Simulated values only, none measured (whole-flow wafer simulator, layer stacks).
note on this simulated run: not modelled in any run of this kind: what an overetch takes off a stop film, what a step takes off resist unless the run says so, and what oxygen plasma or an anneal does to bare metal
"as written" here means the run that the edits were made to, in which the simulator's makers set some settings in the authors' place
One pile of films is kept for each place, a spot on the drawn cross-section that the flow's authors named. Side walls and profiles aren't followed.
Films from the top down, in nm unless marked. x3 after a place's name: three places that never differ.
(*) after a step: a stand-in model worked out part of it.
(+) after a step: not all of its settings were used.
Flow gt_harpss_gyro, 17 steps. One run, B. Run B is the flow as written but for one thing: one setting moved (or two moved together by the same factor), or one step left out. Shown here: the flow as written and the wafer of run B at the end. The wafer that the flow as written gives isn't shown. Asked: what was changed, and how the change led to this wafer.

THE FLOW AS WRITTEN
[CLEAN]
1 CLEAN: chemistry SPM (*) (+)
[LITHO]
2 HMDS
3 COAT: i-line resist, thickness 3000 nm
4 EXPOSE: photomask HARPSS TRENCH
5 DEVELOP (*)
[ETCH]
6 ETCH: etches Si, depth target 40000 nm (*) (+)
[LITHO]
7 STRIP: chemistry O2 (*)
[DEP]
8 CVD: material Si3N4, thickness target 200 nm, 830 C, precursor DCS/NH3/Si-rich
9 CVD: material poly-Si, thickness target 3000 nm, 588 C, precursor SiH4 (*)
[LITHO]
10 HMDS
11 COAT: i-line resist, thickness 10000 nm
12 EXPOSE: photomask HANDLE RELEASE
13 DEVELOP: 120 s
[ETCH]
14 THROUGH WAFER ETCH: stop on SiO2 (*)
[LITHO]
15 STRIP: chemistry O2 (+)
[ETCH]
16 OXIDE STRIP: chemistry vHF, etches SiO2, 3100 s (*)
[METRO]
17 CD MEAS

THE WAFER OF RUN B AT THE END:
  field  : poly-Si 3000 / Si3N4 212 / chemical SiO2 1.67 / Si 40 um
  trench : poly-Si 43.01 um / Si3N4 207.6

The cause: step 8, CVD: thickness target 212 nm was run, where the flow has thickness target 200 nm.
It can be read off the wafer: field has Si3N4 212, and step 8 as written asks for 200 nm.

How the change led to this, step by step:
  8 CVD: material Si3N4, thickness target 200 nm, 830 C, precursor DCS/NH3/Si-rich
      field: Si3N4 +212 (new film) (as written it would be: Si3N4 +200 (new film))
      trench: Si3N4 +207.6 (new film) (as written it would be: Si3N4 +195.9 (new film))
